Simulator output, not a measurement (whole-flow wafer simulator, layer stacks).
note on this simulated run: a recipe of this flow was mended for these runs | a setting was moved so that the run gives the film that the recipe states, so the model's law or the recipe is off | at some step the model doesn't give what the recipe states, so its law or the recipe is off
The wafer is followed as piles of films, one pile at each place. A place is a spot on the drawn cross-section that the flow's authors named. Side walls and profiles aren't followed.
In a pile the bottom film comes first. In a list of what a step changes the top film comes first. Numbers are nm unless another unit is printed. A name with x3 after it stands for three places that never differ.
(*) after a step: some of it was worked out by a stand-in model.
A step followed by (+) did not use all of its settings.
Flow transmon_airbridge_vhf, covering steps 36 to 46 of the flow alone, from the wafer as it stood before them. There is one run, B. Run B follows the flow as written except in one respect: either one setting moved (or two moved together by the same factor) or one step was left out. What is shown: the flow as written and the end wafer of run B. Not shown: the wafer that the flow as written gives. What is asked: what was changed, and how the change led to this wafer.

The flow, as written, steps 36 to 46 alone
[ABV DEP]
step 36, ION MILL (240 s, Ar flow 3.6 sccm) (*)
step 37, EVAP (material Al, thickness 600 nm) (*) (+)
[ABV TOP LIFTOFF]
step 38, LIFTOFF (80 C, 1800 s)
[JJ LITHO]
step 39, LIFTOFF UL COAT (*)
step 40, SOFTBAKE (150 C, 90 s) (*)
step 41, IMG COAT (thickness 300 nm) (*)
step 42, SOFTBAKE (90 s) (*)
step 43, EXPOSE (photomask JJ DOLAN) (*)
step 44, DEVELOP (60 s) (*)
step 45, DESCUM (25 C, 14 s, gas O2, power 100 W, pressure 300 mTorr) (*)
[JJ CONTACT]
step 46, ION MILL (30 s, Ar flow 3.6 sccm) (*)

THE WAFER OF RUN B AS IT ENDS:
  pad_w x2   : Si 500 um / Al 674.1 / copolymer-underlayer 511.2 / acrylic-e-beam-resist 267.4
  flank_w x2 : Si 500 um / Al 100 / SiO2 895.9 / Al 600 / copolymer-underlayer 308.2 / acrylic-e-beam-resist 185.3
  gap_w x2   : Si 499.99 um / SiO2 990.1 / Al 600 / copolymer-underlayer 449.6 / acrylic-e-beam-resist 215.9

What caused this: step 36, ION MILL: 99 s was run, though the flow has 240 s.

The path from the change to this, step by step:
  step 36, ION MILL (240 s, Ar flow 3.6 sccm) (*)
      field x3, jj_line, ground_far, trace_open_s x2, margin_s, margin_n: i-line-resist loses 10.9 (in the flow as written it would be: i-line-resist loses 26.5)
      flank_w x2, gap_w x2, cpw_trace, bridge_strip: SiO2 loses 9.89 (in the flow as written it would be: SiO2 loses 24)
      (and at 2 other places as well)
  step 38, LIFTOFF (80 C, 1800 s)
      field x3, jj_line, trace_open_s x2: Al loses 600 (all of it), i-line-resist loses 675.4 (all of it), lift-off-underlayer loses 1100 (all of it), acrylic-e-beam-resist loses 240 (all of it) (in the flow as written it would be: Al loses 600 (all of it), i-line-resist loses 659.8 (all of it), lift-off-underlayer loses 1100 (all of it), acrylic-e-beam-resist loses 240 (all of it))
      margin_s, margin_n: Al loses 600 (all of it), i-line-resist loses 393.8 (all of it), lift-off-underlayer loses 823.4 (all of it), acrylic-e-beam-resist loses 168.6 (all of it) (in the flow as written it would be: Al loses 600 (all of it), i-line-resist loses 378.2 (all of it), lift-off-underlayer loses 823.4 (all of it), acrylic-e-beam-resist loses 168.6 (all of it))
